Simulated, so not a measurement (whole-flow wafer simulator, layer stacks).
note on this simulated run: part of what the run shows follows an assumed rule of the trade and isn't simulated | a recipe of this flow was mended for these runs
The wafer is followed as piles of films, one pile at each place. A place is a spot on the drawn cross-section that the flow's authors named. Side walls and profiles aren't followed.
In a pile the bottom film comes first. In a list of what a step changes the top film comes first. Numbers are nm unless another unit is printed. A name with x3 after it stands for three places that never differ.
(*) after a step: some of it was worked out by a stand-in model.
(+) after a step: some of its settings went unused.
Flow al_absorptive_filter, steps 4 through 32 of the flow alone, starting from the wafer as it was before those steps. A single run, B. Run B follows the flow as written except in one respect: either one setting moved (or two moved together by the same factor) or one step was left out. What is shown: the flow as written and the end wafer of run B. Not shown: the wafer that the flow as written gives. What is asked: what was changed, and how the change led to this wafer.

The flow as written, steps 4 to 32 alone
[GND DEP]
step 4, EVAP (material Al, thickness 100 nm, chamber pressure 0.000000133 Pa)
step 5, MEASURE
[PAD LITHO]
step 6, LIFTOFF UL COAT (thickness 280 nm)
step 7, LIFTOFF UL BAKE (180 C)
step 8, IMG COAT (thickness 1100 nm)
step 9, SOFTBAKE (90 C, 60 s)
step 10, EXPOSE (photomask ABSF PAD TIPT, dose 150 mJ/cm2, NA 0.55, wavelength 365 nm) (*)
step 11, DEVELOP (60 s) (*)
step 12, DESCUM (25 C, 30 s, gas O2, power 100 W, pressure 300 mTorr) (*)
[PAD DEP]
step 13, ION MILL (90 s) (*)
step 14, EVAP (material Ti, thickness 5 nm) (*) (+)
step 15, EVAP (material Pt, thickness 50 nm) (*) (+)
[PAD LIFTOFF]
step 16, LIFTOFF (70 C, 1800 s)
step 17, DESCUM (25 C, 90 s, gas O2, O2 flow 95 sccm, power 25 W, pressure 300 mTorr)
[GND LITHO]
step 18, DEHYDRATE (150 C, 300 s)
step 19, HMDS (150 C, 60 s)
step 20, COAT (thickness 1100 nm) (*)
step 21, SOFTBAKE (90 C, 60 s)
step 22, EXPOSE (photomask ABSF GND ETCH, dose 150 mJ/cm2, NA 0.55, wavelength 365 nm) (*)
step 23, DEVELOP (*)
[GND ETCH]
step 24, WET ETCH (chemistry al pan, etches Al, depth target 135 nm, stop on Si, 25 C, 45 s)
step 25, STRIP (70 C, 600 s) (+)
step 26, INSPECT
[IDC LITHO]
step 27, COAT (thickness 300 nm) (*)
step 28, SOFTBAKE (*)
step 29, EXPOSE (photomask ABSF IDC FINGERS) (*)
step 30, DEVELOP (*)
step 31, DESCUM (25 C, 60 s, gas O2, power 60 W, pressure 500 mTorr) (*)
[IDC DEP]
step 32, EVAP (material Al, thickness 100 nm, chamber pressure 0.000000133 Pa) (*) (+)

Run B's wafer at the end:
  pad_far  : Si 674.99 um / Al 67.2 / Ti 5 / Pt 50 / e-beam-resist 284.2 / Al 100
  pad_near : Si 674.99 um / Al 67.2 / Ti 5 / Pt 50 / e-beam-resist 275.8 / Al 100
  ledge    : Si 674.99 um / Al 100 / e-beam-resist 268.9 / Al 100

The reason: step 13, ION MILL: 58 s was run, whereas the flow has 90 s.

The path from the change to this, step by step:
  step 13, ION MILL (90 s) (*)
      gnd, ledge, res, xa_field x4, xl_gap, xl_turn, idc_field x2, idc_line: i-line-resist loses 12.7 (in the flow as written it would be: i-line-resist loses 19.6)
      pad_far, pad_near: Al loses 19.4 (in the flow as written it would be: Al loses 30.2)
